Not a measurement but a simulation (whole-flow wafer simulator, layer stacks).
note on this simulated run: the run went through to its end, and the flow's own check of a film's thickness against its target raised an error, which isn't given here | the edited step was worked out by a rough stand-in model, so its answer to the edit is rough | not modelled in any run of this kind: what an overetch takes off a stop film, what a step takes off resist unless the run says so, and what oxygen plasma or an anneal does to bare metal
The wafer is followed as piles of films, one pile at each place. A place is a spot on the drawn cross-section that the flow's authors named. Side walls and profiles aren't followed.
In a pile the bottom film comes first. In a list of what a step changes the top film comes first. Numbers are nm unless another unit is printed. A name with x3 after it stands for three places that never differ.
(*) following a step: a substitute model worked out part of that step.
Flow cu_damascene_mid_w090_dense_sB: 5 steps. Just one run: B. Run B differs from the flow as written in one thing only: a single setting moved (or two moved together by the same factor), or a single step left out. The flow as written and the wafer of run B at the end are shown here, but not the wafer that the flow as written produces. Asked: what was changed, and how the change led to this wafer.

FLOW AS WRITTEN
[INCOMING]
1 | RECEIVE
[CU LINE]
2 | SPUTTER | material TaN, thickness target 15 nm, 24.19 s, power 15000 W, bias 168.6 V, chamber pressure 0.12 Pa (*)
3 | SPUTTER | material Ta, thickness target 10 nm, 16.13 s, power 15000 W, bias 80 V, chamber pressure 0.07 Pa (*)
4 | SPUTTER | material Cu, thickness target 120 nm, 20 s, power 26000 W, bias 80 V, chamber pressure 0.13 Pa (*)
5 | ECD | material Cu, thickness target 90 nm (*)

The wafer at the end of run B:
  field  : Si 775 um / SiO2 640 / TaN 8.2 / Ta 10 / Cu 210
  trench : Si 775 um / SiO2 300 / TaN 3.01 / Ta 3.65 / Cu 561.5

What caused this: step 2, SPUTTER: thickness target 8.2 nm was run, whereas the flow has thickness target 15 nm; step 2, SPUTTER: 13.3 s was run, where the flow has 24.19 s.
The wafer itself shows it: field has TaN 8.2, and step 2 as written asks for 15 nm.

The path from the change to this, step by step:
  2 | SPUTTER | material TaN, thickness target 15 nm, 24.19 s, power 15000 W, bias 168.6 V, chamber pressure 0.12 Pa (*)
      field: +8.2 TaN (new film) (it would be, as written: +15 TaN (new film))
      trench: +3.01 TaN (new film) (it would be, as written: +5.51 TaN (new film))
  4 | SPUTTER | material Cu, thickness target 120 nm, 20 s, power 26000 W, bias 80 V, chamber pressure 0.13 Pa (*)
      trench: +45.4 Cu (new film) (it would be, as written: +44.3 Cu (new film))
